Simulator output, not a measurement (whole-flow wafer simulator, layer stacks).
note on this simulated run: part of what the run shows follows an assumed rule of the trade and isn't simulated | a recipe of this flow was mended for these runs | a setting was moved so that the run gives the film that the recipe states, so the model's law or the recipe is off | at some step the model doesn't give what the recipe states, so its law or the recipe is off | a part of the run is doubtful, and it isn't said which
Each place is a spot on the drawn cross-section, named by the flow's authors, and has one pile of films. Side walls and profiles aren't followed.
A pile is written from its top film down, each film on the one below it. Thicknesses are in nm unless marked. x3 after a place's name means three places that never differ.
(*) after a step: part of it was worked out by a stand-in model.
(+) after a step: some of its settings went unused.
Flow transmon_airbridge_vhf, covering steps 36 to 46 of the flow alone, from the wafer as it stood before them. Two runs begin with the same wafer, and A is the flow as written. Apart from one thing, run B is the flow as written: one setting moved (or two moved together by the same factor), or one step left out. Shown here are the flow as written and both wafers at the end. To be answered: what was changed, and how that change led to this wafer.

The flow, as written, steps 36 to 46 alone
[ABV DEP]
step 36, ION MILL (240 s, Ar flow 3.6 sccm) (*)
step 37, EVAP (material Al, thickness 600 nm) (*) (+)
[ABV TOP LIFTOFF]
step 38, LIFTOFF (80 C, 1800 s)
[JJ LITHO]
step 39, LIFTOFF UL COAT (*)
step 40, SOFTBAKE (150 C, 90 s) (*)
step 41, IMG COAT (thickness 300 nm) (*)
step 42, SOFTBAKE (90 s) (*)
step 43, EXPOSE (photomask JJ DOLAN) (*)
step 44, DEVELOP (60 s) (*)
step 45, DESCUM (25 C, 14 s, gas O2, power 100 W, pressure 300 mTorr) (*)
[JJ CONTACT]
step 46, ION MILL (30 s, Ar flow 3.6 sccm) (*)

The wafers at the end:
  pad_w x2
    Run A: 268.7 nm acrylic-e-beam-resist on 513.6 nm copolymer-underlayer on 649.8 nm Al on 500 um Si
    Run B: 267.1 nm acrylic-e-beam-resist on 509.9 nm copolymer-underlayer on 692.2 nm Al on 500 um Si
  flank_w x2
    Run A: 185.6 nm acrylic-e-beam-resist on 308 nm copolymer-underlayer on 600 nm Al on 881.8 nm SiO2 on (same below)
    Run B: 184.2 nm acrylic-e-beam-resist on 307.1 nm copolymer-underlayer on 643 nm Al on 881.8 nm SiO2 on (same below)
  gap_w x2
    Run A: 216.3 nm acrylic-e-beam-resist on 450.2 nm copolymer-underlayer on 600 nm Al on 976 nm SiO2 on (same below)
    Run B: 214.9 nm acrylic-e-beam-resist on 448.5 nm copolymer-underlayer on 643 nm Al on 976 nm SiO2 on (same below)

Cause: step 37, EVAP: thickness 643 nm was run, whereas the flow has thickness 600 nm.
The wafer itself shows it: flank_w x2 has Al 643, and step 37 as written asks for 600 nm.

How this came from the change, step by step:
  step 37, EVAP (material Al, thickness 600 nm) (*) (+)
      field x3, jj_line, ground_far and 10 more: A +600 Al (new film) | B +643 Al (new film)
      pad_w x2: A +591.1 Al | B +633.5 Al
  step 38, LIFTOFF (80 C, 1800 s)
      field x3, jj_line, trace_open_s x2: A -600 Al (all of it), -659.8 i-line-resist (all of it), -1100 lift-off-underlayer (all of it), -240 acrylic-e-beam-resist (all of it) | B -643 Al (all of it), -659.8 i-line-resist (all of it), -1100 lift-off-underlayer (all of it), -240 acrylic-e-beam-resist (all of it)
      margin_s, margin_n: A -600 Al (all of it), -378.2 i-line-resist (all of it), -823.4 lift-off-underlayer (all of it), -168.6 acrylic-e-beam-resist (all of it) | B -643 Al (all of it), -378.2 i-line-resist (all of it), -823.4 lift-off-underlayer (all of it), -168.6 acrylic-e-beam-resist (all of it)
      (also at 1 further place)
